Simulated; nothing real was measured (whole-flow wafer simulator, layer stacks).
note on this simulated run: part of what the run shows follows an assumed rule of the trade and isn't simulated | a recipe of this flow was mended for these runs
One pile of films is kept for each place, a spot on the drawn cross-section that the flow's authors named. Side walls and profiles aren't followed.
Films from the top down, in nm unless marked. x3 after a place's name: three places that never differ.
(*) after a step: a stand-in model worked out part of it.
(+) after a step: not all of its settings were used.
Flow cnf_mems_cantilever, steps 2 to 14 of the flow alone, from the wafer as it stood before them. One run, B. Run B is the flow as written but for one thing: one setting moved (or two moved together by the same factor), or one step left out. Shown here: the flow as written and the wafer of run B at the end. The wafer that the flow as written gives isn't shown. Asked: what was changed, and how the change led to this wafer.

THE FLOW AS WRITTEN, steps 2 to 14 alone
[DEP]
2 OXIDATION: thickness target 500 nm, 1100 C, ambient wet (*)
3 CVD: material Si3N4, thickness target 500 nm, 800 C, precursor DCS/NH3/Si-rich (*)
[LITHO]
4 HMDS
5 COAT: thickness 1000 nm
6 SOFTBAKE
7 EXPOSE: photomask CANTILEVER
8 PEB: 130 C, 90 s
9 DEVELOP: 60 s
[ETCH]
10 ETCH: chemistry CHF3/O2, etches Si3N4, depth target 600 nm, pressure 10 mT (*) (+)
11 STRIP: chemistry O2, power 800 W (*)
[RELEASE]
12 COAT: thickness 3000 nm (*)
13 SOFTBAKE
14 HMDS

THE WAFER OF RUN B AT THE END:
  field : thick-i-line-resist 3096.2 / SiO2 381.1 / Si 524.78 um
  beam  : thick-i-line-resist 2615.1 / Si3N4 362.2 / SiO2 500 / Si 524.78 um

The cause: step 3, CVD: 777 C was run, where the flow has 800 C.

How the change led to this, step by step:
  3 CVD: material Si3N4, thickness target 500 nm, 800 C, precursor DCS/NH3/Si-rich (*)
      field, beam: Si3N4 +362.2 (new film) (as written it would be: Si3N4 +500 (new film))
  10 ETCH: chemistry CHF3/O2, etches Si3N4, depth target 600 nm, pressure 10 mT (*) (+)
      field: Si3N4 -362.2 (all of it), SiO2 -118.9 (as written it would be: Si3N4 -500 (all of it), SiO2 -50)
  13 SOFTBAKE
      field: thick-i-line-resist +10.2 (as written it would be: thick-i-line-resist +11.9)
      beam: thick-i-line-resist -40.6 (as written it would be: thick-i-line-resist -47.6)
